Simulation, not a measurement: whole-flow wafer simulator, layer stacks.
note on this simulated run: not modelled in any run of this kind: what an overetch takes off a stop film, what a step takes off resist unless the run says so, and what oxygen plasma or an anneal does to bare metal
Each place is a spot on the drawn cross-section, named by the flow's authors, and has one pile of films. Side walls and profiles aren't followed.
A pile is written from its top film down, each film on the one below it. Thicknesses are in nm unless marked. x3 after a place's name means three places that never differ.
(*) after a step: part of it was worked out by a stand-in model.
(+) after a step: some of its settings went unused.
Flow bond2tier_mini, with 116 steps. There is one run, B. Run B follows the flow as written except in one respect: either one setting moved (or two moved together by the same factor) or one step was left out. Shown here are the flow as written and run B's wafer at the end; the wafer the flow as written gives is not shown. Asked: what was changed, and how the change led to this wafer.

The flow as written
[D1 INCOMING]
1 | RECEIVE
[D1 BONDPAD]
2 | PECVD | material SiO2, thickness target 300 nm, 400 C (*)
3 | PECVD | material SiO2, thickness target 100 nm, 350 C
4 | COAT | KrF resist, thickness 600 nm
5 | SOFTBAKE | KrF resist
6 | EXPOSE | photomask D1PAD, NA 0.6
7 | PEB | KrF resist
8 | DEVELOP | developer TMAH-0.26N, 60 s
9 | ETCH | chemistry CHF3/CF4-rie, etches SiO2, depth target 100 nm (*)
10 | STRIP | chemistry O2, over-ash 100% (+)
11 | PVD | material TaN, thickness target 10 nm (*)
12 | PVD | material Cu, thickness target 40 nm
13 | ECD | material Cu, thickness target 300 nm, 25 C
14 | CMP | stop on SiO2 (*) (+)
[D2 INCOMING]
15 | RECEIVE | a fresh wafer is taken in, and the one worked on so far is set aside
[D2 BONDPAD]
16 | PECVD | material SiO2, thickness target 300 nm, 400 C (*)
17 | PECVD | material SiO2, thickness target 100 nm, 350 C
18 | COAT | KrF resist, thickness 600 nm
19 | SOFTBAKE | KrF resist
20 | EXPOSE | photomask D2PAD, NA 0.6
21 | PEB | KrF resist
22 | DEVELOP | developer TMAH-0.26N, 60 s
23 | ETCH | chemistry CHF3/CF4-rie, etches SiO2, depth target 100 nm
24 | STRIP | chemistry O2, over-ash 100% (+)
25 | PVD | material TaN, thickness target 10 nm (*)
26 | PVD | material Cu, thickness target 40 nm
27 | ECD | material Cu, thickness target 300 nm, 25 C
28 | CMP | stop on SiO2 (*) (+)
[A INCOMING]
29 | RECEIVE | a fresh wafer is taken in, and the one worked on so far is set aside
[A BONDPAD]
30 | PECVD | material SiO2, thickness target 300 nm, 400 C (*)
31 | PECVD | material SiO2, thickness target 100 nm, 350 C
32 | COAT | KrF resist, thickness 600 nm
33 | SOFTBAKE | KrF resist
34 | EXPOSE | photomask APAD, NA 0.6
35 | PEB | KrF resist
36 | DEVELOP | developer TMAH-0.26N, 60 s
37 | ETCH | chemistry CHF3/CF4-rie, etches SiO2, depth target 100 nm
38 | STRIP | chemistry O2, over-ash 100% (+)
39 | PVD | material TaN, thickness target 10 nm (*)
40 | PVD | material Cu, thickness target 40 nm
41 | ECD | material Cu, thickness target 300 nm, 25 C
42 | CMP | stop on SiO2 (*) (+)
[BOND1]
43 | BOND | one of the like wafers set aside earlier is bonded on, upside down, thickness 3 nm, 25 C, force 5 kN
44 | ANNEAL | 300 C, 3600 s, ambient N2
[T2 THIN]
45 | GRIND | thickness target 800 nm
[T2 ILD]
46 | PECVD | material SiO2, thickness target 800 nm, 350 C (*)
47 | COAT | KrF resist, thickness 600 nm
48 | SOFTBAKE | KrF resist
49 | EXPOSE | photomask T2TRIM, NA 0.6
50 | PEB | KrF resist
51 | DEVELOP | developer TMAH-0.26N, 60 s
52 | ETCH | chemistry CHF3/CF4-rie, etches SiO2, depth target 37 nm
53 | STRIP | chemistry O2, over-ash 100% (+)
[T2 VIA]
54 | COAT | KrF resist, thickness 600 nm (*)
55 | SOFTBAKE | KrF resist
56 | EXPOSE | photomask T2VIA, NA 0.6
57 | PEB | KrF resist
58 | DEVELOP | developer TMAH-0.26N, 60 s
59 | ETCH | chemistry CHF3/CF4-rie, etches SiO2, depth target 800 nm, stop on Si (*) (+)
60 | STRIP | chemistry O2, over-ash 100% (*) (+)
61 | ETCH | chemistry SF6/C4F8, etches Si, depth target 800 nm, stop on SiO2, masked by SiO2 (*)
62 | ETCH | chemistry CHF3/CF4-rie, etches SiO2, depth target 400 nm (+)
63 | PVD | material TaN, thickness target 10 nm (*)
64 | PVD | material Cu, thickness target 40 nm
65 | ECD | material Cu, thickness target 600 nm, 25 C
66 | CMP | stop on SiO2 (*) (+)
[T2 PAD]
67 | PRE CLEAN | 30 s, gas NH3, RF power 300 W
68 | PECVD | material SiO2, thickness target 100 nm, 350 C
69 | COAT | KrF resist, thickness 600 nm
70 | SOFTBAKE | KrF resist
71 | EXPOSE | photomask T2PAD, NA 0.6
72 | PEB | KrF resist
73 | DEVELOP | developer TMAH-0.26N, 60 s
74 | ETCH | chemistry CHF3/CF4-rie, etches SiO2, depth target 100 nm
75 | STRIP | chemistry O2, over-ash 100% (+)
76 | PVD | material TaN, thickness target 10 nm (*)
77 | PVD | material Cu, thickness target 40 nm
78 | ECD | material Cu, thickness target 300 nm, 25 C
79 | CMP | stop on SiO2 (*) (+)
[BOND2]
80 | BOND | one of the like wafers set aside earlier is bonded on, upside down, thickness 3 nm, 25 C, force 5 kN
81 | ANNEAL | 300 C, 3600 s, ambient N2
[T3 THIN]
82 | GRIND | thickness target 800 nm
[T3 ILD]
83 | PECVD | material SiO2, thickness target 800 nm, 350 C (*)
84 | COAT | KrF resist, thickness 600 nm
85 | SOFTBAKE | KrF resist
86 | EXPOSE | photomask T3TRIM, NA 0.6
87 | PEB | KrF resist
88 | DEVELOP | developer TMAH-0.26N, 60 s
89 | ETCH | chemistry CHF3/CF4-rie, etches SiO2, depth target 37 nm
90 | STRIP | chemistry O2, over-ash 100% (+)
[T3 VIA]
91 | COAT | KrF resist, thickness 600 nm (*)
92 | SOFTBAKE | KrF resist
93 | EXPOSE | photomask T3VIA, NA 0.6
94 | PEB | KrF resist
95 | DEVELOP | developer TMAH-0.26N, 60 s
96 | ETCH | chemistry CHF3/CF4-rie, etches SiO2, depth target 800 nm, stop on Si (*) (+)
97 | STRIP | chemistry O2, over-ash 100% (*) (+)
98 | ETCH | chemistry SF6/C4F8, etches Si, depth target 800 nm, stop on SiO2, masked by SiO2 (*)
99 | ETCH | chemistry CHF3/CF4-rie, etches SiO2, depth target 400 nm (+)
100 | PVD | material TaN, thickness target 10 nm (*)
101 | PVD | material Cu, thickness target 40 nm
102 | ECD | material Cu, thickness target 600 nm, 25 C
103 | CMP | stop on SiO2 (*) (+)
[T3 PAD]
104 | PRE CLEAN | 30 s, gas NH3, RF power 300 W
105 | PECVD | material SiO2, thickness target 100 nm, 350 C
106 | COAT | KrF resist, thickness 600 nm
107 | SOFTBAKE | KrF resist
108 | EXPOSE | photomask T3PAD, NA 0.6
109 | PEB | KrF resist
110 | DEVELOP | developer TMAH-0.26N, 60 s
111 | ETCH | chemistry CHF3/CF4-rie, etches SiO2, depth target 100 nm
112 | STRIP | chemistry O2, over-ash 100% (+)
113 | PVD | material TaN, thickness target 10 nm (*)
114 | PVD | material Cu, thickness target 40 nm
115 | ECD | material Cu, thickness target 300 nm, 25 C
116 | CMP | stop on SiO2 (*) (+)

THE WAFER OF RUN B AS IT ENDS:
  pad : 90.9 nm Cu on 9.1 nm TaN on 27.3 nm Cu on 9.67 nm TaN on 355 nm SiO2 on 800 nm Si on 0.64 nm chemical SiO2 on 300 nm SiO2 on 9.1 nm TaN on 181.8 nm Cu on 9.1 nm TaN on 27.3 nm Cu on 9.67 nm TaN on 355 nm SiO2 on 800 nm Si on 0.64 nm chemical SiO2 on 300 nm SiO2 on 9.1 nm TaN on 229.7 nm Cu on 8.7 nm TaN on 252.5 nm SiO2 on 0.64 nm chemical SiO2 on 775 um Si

What caused this: step 37, ETCH: depth target 147.5 nm was run, though the flow has depth target 100 nm.

How this came from the change, step by step:
  37 | ETCH | chemistry CHF3/CF4-rie, etches SiO2, depth target 100 nm
      pad, via: -147.5 SiO2 (as written it would have been: -100 SiO2)
      field: -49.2 KrF resist (as written it would have been: -33.3 KrF resist)
  38 | STRIP | chemistry O2, over-ash 100% (+)
      field: -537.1 KrF resist (all of it) (as written it would have been: -552.9 KrF resist (all of it))
  40 | PVD | material Cu, thickness target 40 nm
      pad: +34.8 Cu (new film) (as written it would have been: +36.4 Cu (new film))
  41 | ECD | material Cu, thickness target 300 nm, 25 C
      pad: +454 Cu (as written it would have been: +404.5 Cu)
      via: +448 Cu (as written it would have been: +400.2 Cu)
